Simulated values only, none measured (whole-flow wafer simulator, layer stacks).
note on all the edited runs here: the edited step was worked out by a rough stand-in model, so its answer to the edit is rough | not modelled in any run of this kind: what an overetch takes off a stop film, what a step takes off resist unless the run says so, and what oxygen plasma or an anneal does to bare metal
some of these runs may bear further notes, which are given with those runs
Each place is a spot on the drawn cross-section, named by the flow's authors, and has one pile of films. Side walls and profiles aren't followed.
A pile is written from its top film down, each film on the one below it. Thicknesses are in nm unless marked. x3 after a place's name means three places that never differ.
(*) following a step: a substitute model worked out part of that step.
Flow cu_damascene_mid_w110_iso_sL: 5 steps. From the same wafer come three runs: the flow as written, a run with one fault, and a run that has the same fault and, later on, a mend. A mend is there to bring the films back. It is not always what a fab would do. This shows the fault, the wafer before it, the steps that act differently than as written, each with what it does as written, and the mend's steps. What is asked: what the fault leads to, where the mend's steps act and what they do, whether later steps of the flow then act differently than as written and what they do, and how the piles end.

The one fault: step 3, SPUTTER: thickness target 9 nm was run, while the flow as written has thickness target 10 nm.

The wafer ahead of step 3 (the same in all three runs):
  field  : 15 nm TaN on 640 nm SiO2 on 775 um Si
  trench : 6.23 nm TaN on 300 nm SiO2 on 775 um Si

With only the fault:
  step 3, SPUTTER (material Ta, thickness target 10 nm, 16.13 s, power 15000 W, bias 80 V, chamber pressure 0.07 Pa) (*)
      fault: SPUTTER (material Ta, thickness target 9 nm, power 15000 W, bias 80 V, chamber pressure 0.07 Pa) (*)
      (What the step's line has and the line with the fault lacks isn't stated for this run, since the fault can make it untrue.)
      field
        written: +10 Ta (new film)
        fault: +9 Ta (new film)
  None of the later steps of the flow differs from how it acts as written, at any place that is followed, by more than 2% or 0.5 nm, whichever is larger.
  At field, the piles at the end differ from the flow's by more than 2% or 0.5 nm, whichever is larger.
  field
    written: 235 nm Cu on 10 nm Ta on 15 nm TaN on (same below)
    fault: 235 nm Cu on 9 nm Ta on 15 nm TaN on (same below)

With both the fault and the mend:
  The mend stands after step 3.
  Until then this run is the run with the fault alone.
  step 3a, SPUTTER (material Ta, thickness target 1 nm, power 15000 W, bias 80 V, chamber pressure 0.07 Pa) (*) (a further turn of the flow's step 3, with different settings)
      field
        +1 Ta
      trench
        +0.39 Ta
  None of the later steps of the flow acts differently than as written at any place that is followed.
  The piles end only slightly different from the flow's at the places that both follow, by no more than 2% or 0.5 nm, whichever is larger.
